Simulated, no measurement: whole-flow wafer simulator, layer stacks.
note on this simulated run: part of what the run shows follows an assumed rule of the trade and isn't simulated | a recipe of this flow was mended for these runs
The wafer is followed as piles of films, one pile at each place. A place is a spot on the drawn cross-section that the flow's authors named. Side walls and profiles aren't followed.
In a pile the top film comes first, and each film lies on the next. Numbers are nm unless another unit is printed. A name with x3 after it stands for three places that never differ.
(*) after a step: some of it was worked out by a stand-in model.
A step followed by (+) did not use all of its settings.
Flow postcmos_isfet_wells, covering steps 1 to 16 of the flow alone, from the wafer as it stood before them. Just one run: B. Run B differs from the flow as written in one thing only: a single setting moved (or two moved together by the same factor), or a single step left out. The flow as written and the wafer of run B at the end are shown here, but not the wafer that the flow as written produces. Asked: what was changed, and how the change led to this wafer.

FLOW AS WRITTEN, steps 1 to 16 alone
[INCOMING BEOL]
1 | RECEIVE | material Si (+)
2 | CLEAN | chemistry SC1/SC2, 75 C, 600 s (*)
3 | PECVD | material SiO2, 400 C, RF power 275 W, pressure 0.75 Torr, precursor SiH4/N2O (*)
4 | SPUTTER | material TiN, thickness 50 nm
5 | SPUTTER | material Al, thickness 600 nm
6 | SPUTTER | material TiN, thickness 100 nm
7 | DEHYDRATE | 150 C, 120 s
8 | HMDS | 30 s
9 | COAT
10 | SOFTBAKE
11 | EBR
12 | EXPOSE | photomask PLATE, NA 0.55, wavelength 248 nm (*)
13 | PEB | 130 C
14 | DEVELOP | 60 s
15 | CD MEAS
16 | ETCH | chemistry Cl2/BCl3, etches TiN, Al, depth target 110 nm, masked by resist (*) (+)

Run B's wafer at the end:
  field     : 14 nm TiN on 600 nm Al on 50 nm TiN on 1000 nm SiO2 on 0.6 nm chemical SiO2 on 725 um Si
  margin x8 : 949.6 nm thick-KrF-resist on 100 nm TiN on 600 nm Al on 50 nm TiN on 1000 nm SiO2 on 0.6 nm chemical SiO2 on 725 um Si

Cause: step 16, ETCH: depth target 86 nm was run, though the flow has depth target 110 nm.

Step by step, how the change led to this:
  16 | ETCH | chemistry Cl2/BCl3, etches TiN, Al, depth target 110 nm, masked by resist (*) (+)
      field: TiN loses 86 (as written it would have been: TiN loses 100 (all of it), Al loses 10)
      margin x8: thick-KrF-resist loses 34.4 (as written it would have been: thick-KrF-resist loses 44)
